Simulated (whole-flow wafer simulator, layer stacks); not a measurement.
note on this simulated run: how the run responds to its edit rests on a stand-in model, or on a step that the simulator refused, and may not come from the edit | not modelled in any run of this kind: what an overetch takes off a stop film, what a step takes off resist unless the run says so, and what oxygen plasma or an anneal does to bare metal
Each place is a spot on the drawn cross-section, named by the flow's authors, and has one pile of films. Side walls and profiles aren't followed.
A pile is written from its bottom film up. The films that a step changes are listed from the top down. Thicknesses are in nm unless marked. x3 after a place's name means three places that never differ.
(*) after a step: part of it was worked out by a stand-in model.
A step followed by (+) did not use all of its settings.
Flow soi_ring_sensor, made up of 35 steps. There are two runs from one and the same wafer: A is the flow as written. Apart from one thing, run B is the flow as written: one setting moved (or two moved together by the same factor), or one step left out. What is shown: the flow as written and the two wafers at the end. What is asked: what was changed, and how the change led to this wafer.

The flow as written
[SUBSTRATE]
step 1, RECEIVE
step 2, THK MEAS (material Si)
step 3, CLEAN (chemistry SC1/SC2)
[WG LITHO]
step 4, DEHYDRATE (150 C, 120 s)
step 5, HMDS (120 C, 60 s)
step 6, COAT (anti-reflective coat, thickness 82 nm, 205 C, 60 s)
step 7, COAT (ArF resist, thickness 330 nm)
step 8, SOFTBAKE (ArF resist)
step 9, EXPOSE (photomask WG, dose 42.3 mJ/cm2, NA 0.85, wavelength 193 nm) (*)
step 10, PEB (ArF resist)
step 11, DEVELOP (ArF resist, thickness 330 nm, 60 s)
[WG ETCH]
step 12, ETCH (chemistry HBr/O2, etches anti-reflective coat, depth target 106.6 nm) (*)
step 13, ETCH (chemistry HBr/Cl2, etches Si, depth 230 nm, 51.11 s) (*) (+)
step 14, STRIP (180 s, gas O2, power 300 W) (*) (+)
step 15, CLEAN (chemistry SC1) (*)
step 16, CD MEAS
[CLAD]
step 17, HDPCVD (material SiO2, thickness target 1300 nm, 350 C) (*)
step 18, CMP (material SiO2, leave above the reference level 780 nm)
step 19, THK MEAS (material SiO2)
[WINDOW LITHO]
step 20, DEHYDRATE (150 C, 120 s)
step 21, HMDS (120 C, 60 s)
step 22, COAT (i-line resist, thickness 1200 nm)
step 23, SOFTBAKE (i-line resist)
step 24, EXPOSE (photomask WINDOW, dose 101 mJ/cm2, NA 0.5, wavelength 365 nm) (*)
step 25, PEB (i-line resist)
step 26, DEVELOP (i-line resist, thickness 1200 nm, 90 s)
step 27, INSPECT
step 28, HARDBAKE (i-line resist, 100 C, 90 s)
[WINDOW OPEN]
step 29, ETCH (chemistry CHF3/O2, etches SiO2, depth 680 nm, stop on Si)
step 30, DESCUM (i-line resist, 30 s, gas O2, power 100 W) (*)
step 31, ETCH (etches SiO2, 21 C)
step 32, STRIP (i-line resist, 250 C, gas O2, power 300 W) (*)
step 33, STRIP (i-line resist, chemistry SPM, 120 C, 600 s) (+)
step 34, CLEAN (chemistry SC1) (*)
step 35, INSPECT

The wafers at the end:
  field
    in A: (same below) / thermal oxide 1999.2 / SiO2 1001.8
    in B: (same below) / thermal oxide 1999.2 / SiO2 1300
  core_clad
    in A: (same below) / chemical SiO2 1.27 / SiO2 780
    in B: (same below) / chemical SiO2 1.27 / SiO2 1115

Cause: step 18, CMP: leave above the reference level 1115 nm was run, though the flow has leave above the reference level 780 nm.
One can read it off the wafer: core_clad has SiO2 1115, and step 18 as written asks for 780 nm.

Step by step, how the change led to this:
  step 18, CMP (material SiO2, leave above the reference level 780 nm)
      gap, window, field, gap_clad: A -298.2 SiO2 | B nothing
      core, core_clad: A -520 SiO2 | B -185 SiO2
  step 22, COAT (i-line resist, thickness 1200 nm)
      core, core_clad: A +1200 i-line resist (new film) | B +1167.9 i-line resist (new film)
  step 25, PEB (i-line resist)
      core, core_clad: A -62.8 i-line resist | B -61.1 i-line resist
  step 26, DEVELOP (i-line resist, thickness 1200 nm, 90 s)
      core: A -1137.2 i-line resist (all of it) | B -1106.4 i-line resist (all of it)
  step 31, ETCH (etches SiO2, 21 C)
      core: A -100 SiO2 (all of it), -1.27 chemical SiO2 (all of it) | B -435 SiO2 (all of it), -1.27 chemical SiO2 (all of it)
  step 32, STRIP (i-line resist, 250 C, gas O2, power 300 W) (*)
      core_clad: A -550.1 i-line resist (all of it) | B -519.4 i-line resist (all of it)
